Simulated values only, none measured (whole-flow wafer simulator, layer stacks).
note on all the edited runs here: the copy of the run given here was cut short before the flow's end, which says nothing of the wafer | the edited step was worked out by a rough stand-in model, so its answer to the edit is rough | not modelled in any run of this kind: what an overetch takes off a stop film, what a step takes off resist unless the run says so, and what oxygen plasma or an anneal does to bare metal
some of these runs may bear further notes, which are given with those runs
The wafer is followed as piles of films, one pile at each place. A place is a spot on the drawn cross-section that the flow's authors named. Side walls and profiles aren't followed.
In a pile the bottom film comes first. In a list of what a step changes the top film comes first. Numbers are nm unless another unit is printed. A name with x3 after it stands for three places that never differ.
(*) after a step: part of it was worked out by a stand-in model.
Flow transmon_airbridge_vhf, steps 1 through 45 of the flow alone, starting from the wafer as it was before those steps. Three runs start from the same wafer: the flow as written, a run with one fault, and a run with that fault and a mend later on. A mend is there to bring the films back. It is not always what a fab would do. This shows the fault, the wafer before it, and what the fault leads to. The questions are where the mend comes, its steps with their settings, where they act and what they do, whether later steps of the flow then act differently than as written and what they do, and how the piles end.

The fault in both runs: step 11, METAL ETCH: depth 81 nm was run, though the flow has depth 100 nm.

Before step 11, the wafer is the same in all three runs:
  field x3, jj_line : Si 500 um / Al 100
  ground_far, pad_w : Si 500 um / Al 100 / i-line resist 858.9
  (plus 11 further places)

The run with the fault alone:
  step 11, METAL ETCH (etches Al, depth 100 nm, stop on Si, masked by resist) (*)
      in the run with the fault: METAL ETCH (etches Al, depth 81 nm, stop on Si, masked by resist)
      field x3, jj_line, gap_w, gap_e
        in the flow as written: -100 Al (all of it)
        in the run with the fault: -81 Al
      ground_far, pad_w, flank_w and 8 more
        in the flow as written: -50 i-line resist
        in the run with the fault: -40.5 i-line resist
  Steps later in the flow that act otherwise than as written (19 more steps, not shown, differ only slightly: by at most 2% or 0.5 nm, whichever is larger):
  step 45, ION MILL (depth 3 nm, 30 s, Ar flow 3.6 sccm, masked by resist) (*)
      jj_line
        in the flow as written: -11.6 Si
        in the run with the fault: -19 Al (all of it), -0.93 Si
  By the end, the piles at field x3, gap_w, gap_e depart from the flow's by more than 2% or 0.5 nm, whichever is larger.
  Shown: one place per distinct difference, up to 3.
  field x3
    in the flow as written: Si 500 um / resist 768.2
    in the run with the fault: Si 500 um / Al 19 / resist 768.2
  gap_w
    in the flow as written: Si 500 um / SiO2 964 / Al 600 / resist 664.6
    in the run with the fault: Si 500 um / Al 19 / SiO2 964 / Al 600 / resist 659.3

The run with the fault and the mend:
  After step 11 comes the mend.
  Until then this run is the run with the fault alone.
  step 11a, METAL ETCH (etches Al, depth 19 nm, stop on Si, masked by resist) (*) (the flow's step 11, run once more with other settings)
      ground_far, pad_w, flank_w and 8 more
        -9.5 i-line resist
      field x3, jj_line, gap_w, gap_e
        -19 Al (all of it)
  Every later step of the flow that is run acts as written at every place that is followed.
  At every place that both follow, the piles at the end match the flow's.
